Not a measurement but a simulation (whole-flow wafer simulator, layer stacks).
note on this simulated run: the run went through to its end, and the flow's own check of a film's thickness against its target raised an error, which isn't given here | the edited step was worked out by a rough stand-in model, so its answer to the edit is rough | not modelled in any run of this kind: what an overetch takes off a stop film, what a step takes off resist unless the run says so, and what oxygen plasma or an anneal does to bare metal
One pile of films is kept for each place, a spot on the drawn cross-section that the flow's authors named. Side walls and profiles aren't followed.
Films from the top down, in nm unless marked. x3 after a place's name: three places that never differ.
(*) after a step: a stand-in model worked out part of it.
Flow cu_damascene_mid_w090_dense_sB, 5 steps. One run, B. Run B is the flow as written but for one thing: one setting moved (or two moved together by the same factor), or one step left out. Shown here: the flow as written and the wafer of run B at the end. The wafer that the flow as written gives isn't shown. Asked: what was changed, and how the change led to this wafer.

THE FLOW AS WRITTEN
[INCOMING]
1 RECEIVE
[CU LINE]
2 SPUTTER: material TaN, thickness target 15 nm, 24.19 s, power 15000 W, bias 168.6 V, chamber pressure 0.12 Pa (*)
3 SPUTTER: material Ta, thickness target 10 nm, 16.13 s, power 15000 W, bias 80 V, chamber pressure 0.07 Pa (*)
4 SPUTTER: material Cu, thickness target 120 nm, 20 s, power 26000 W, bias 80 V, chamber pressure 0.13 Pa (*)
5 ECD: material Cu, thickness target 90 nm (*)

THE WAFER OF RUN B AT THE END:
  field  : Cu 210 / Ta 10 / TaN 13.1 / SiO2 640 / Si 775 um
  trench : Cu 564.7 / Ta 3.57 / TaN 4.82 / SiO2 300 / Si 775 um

The cause: step 2, SPUTTER: power 13110 W was run, where the flow has power 15000 W.

How the change led to this, step by step:
  2 SPUTTER: material TaN, thickness target 15 nm, 24.19 s, power 15000 W, bias 168.6 V, chamber pressure 0.12 Pa (*)
      field: TaN +13.1 (new film) (as written it would be: TaN +15 (new film))
      trench: TaN +4.82 (new film) (as written it would be: TaN +5.51 (new film))
